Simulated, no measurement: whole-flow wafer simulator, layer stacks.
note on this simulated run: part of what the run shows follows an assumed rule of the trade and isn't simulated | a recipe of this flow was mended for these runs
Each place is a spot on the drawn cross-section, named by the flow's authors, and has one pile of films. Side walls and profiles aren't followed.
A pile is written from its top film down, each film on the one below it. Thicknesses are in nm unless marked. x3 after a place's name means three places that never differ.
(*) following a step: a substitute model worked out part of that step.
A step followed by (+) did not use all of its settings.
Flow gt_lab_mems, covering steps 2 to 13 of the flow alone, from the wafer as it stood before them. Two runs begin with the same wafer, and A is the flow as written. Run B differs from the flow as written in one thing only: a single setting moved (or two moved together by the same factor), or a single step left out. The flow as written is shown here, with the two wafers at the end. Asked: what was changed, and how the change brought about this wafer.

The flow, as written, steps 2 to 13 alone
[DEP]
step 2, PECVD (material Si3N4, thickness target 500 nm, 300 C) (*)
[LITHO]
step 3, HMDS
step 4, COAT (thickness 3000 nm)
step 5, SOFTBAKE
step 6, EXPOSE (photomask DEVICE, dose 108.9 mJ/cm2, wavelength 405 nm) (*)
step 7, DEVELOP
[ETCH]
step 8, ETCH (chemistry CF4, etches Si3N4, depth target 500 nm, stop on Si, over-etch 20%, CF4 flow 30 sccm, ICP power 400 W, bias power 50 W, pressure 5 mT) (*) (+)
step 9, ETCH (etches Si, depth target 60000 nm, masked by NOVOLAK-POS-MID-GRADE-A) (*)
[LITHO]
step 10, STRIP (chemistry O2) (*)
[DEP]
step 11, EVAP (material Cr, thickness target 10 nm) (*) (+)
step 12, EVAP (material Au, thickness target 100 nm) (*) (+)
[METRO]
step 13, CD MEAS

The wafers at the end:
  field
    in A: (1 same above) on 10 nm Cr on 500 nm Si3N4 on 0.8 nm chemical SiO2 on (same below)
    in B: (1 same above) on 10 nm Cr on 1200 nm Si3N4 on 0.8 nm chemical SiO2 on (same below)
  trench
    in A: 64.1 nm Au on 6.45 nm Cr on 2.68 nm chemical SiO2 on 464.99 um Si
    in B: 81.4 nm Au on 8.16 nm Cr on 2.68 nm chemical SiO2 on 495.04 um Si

Cause: step 2, PECVD: thickness target 1200 nm was run, though the flow has thickness target 500 nm.
One can read it off the wafer: field has Si3N4 1200, and step 2 as written asks for 500 nm.

Step by step, how the change led to this:
  step 2, PECVD (material Si3N4, thickness target 500 nm, 300 C) (*)
      field, trench: A Si3N4 gains 500 (new film) | B Si3N4 gains 1200 (new film)
  step 8, ETCH (chemistry CF4, etches Si3N4, depth target 500 nm, stop on Si, over-etch 20%, CF4 flow 30 sccm, ICP power 400 W, bias power 50 W, pressure 5 mT) (*) (+)
      trench: A Si3N4 loses 500 (all of it), chemical SiO2 loses 0.8 (all of it), Si loses 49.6 | B Si3N4 loses 600
  step 9, ETCH (etches Si, depth target 60000 nm, masked by NOVOLAK-POS-MID-GRADE-A) (*)
      trench: A Si loses 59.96 um | B Si3N4 loses 600 (all of it), chemical SiO2 loses 0.8 (all of it), Si loses 29.96 um
  step 11, EVAP (material Cr, thickness target 10 nm) (*) (+)
      trench: A Cr gains 6.45 (new film) | B Cr gains 8.16 (new film)
  step 12, EVAP (material Au, thickness target 100 nm) (*) (+)
      trench: A Au gains 64.1 (new film) | B Au gains 81.4 (new film)
